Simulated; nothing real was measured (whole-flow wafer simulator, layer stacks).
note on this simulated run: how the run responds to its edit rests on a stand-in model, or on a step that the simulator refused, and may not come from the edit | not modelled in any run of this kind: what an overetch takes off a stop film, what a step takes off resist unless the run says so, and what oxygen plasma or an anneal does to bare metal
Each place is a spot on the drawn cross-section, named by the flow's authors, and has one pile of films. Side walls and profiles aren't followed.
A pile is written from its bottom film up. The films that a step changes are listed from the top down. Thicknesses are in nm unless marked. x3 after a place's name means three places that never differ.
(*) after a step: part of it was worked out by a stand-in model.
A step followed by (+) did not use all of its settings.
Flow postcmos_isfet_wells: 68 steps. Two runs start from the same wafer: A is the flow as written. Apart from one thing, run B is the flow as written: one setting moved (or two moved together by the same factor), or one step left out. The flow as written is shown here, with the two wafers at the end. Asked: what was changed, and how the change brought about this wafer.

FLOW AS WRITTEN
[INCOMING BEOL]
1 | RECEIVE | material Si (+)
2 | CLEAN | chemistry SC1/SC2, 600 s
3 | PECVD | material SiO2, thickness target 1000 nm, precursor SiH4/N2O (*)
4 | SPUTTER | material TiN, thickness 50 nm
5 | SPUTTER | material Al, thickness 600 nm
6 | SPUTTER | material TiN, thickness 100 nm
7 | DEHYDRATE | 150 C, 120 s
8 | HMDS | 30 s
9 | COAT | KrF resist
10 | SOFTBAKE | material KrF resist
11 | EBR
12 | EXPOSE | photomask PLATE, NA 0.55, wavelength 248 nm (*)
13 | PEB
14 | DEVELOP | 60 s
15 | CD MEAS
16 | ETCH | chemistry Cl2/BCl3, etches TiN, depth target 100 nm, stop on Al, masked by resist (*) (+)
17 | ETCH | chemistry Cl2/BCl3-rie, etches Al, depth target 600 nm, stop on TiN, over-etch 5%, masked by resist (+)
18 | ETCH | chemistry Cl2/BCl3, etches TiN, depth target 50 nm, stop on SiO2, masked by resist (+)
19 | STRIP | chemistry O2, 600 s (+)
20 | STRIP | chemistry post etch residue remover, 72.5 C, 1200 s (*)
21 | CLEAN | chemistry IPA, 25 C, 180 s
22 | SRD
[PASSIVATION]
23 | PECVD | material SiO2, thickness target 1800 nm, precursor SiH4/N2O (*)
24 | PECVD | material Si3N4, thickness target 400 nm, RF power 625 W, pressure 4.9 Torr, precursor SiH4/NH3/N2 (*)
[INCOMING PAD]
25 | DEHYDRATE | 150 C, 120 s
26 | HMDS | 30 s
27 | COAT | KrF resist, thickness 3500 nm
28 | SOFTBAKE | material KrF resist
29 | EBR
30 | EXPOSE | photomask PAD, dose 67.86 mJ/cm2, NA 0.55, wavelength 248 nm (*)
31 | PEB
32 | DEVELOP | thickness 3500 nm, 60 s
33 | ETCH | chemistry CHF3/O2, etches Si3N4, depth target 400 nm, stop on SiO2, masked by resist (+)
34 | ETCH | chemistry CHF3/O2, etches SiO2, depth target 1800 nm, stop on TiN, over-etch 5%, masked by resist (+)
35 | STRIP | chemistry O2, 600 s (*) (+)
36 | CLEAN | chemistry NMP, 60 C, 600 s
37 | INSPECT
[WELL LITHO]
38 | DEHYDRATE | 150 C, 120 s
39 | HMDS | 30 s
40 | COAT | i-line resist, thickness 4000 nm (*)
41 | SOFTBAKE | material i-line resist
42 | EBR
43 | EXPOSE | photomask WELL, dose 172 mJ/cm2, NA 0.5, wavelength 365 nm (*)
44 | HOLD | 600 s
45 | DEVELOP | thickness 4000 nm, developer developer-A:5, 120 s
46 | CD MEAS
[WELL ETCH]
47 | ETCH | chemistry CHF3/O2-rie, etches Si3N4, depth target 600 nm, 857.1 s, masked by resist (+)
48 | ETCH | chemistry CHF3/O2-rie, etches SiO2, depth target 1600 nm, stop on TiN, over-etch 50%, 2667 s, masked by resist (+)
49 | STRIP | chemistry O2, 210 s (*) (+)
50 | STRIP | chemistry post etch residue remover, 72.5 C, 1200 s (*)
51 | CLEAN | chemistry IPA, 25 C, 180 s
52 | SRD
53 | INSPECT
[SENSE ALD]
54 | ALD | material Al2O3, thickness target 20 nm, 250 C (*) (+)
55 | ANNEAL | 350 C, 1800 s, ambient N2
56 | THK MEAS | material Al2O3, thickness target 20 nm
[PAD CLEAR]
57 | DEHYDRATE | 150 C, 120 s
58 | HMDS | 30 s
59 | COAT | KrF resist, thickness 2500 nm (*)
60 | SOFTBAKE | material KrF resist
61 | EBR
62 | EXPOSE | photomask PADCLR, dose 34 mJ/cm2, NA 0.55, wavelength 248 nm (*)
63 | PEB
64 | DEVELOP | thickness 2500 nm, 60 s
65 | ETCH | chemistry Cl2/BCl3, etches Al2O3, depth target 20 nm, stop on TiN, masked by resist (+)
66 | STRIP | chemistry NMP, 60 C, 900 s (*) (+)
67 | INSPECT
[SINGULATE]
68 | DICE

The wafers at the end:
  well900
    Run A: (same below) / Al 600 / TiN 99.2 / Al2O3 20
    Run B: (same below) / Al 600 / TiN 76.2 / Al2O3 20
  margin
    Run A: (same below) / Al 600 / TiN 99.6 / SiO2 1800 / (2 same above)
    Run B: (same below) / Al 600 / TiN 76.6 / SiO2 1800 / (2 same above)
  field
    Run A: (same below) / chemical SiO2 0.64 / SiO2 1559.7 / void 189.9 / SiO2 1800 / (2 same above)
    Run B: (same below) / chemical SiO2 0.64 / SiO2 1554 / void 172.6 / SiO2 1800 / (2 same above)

The reason: step 6, SPUTTER: thickness 77 nm was run, whereas the flow has thickness 100 nm.

Step by step, how the change led to this:
  6 | SPUTTER | material TiN, thickness 100 nm
      field, margin, well900, well1300 x3, pad_rim, pad_clr, pad_open: A +100 TiN (new film) | B +77 TiN (new film)
  16 | ETCH | chemistry Cl2/BCl3, etches TiN, depth target 100 nm, stop on Al, masked by resist (*) (+)
      field: A -100 TiN (all of it) | B -77 TiN (all of it)
  23 | PECVD | material SiO2, thickness target 1800 nm, precursor SiH4/N2O (*)
      field: A +1800 SiO2 (new film), +189.9 void (new film), +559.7 SiO2 | B +1800 SiO2 (new film), +172.6 void (new film), +554 SiO2
